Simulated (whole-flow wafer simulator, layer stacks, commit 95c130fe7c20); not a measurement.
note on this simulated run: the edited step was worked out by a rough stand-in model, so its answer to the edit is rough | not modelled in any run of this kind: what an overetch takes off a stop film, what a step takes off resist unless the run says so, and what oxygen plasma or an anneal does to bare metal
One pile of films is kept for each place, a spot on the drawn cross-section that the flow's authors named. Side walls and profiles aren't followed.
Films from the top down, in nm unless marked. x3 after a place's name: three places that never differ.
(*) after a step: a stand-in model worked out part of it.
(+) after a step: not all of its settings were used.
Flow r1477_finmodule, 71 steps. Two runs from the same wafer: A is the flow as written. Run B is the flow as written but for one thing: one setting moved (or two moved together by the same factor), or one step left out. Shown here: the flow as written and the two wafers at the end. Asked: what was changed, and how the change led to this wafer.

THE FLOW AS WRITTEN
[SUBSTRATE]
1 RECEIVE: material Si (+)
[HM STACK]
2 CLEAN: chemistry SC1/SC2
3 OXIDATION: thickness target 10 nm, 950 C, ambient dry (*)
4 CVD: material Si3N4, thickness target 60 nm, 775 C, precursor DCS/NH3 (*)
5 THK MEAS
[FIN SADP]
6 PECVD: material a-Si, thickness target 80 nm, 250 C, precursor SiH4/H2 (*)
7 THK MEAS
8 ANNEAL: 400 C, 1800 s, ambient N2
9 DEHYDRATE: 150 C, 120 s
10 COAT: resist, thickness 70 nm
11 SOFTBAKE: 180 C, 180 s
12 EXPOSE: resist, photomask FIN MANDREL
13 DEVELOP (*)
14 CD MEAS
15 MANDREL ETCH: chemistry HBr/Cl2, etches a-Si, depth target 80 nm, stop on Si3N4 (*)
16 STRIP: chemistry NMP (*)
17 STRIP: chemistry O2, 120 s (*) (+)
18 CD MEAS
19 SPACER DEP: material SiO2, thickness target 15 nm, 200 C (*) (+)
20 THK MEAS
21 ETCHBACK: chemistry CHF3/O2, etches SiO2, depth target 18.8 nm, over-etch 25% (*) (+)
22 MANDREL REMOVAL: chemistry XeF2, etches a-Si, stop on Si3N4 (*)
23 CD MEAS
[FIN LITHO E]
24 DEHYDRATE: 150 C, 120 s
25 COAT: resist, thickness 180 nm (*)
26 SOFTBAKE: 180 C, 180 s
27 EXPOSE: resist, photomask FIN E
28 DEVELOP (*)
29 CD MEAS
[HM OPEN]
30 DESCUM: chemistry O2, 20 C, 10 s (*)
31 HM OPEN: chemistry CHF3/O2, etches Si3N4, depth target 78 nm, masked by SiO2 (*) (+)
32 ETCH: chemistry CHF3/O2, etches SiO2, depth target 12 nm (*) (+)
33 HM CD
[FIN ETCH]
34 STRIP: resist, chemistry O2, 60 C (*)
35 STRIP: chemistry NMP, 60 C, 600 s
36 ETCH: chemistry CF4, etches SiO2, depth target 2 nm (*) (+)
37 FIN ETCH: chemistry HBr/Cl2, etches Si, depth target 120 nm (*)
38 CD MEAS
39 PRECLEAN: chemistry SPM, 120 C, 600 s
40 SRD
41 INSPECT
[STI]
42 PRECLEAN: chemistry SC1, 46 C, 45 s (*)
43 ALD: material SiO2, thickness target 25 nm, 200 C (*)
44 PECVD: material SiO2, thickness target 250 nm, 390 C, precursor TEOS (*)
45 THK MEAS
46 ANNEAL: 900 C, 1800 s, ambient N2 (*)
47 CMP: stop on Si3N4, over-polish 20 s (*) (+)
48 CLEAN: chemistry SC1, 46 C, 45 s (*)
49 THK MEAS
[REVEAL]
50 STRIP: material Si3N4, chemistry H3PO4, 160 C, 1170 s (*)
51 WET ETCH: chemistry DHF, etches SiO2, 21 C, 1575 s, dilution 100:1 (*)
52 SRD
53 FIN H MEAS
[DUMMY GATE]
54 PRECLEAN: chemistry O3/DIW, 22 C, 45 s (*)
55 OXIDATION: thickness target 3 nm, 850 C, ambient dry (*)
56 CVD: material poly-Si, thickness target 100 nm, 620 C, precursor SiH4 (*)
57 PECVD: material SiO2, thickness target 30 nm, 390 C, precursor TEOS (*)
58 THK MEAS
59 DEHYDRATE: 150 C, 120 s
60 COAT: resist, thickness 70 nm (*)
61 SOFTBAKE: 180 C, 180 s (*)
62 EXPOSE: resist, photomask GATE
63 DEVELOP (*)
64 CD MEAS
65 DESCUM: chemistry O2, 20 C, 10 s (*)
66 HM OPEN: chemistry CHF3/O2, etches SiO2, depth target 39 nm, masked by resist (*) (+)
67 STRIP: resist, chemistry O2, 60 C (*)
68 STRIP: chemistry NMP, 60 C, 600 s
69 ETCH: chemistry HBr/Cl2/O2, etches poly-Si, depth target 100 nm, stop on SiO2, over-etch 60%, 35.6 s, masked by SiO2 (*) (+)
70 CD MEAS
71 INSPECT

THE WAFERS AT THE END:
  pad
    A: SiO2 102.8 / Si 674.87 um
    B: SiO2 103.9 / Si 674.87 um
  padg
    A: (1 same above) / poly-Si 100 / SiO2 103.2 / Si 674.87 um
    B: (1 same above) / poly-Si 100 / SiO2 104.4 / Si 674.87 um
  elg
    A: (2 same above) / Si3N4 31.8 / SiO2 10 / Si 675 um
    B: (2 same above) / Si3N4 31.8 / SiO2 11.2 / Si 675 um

The cause: step 3, OXIDATION: thickness target 11.2 nm was run, where the flow has thickness target 10 nm.
It can be read off the wafer: elg has SiO2 11.2, and step 3 as written asks for 10 nm.

How the change led to this, step by step:
  3 OXIDATION: thickness target 10 nm, 950 C, ambient dry (*)
      pad, padg, elg and 33 more: A SiO2 +10 (new film), chemical SiO2 -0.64 (all of it), Si -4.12 | B SiO2 +11.2 (new film), chemical SiO2 -0.64 (all of it), Si -4.64
  31 HM OPEN: chemistry CHF3/O2, etches Si3N4, depth target 78 nm, masked by SiO2 (*) (+)
      pad, padg, esg and 13 more: A Si3N4 -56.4 (all of it), SiO2 -10 (all of it) | B Si3N4 -56.4 (all of it), SiO2 -10.8
  32 ETCH: chemistry CHF3/O2, etches SiO2, depth target 12 nm (*) (+)
      esg, eso: A Si -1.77 | B SiO2 -0.39 (all of it), Si -2.32
      s40cg, s45cg, s50cg, s40co, s45co, s50co: A SiO2 -1 (all of it), Si -2.2 | B SiO2 -2.2 (all of it), Si -1.96
  47 CMP: stop on Si3N4, over-polish 20 s (*) (+)
      eso: A SiO2 -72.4 | B SiO2 -70.6
  51 WET ETCH: chemistry DHF, etches SiO2, 21 C, 1575 s, dilution 100:1 (*)
      s40sg_line, s45sg_line, s50sg_line, s40so_line, s45so_line, s50so_line: A SiO2 -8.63 (all of it) | B SiO2 -9.83 (all of it)
  67 STRIP: resist, chemistry O2, 60 C (*)
      s40sg: A resist -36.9 (all of it) | B resist -35.8 (all of it)
      s45sg: A resist -36.9 (all of it) | B resist -35.7 (all of it)
      (and at 1 more place)
